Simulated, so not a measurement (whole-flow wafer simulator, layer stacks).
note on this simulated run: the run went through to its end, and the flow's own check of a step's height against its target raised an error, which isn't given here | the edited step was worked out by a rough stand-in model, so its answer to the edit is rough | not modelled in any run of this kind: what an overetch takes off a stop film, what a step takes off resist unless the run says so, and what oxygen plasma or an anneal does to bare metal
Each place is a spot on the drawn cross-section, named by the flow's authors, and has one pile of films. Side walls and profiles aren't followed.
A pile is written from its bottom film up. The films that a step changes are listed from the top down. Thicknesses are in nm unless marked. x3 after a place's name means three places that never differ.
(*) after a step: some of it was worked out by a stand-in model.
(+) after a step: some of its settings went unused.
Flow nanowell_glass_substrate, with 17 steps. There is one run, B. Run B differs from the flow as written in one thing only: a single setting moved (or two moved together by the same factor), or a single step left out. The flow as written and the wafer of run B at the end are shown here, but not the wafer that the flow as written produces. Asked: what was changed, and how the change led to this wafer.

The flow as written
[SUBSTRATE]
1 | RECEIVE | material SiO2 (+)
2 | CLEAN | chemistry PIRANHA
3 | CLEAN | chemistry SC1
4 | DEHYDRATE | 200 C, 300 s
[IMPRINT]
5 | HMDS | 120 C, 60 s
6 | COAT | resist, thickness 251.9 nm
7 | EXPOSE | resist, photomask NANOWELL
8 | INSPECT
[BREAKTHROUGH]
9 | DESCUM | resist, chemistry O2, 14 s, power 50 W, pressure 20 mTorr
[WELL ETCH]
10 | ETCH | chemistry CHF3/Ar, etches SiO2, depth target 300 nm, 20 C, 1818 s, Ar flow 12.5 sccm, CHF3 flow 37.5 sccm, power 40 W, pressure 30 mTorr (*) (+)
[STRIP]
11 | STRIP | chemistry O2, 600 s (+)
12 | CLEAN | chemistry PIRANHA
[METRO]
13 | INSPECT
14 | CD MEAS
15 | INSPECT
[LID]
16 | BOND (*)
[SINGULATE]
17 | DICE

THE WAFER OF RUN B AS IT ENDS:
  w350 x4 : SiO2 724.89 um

The reason: step 10, ETCH: depth target 114.9 nm was run, whereas the flow has depth target 300 nm; step 10, ETCH: 696.3 s was run, where the flow has 1818 s.

How this came from the change, step by step:
  10 | ETCH | chemistry CHF3/Ar, etches SiO2, depth target 300 nm, 20 C, 1818 s, Ar flow 12.5 sccm, CHF3 flow 37.5 sccm, power 40 W, pressure 30 mTorr (*) (+)
      w350 x4: SiO2 loses 114.9 (as written it would have been: SiO2 loses 300)
      land: resist loses 50 (as written it would have been: resist loses 130.4)
  11 | STRIP | chemistry O2, 600 s (+)
      land: resist loses 206.4 (all of it) (as written it would have been: resist loses 125.9 (all of it))
